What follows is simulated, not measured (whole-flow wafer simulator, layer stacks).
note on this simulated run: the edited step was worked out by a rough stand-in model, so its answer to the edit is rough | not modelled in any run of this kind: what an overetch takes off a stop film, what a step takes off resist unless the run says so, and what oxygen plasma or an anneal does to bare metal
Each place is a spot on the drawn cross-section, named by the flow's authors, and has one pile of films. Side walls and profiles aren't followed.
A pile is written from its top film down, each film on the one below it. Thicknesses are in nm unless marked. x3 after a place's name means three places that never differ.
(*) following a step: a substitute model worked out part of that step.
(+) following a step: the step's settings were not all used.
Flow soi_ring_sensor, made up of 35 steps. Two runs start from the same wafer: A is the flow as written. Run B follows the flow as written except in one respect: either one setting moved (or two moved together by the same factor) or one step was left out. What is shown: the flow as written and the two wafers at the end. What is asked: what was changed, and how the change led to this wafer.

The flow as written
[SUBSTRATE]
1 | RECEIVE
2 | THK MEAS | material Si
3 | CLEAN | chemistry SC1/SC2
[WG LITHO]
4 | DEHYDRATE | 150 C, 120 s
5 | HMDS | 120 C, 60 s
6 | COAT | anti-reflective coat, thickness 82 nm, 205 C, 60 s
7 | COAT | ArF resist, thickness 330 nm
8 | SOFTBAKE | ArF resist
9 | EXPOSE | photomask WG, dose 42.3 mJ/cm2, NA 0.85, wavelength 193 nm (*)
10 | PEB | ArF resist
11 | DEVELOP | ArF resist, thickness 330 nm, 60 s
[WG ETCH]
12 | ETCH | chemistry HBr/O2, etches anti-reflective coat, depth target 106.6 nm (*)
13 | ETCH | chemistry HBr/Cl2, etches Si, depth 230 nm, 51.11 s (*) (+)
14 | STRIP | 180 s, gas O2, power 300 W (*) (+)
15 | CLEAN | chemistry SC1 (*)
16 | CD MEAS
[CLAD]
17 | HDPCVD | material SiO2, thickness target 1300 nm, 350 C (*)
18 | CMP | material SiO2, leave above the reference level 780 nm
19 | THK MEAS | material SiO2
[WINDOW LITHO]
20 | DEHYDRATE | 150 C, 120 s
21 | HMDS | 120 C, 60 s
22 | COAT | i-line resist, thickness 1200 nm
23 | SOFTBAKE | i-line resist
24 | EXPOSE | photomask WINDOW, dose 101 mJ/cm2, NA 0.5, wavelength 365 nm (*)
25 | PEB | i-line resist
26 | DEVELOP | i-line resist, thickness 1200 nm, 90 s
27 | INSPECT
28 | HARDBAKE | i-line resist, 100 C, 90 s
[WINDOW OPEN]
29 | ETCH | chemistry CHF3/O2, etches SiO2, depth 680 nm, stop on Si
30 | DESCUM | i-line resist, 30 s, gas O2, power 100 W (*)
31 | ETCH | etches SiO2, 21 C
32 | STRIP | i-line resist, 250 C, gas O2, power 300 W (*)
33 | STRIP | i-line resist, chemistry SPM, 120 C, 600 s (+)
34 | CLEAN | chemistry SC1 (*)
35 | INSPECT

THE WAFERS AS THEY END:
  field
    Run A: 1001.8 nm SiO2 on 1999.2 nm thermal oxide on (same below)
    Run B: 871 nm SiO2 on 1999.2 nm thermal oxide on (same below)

Cause: step 17, HDPCVD: thickness target 871 nm was run, whereas the flow has thickness target 1300 nm.

The path from the change to this, step by step:
  17 | HDPCVD | material SiO2, thickness target 1300 nm, 350 C (*)
      core, gap, window, field, core_clad, gap_clad: A +1300 SiO2 (new film) | B +871 SiO2 (new film)
  18 | CMP | material SiO2, leave above the reference level 780 nm
      gap, window, field, gap_clad: A -298.2 SiO2 | B nothing
      core, core_clad: A -520 SiO2 | B -91 SiO2
  22 | COAT | i-line resist, thickness 1200 nm
      core, core_clad: A +1200 i-line resist (new film) | B +1086.7 i-line resist (new film)
  23 | SOFTBAKE | i-line resist
      core, core_clad: A nothing | B -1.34 i-line resist
      gap, gap_clad: A nothing | B -1.69 i-line resist
  25 | PEB | i-line resist
      core, core_clad: A -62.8 i-line resist | B -56.6 i-line resist
  26 | DEVELOP | i-line resist, thickness 1200 nm, 90 s
      core: A -1137.2 i-line resist (all of it) | B -1028.8 i-line resist (all of it)
  32 | STRIP | i-line resist, 250 C, gas O2, power 300 W (*)
      core_clad: A -550.1 i-line resist (all of it) | B -441.9 i-line resist (all of it)
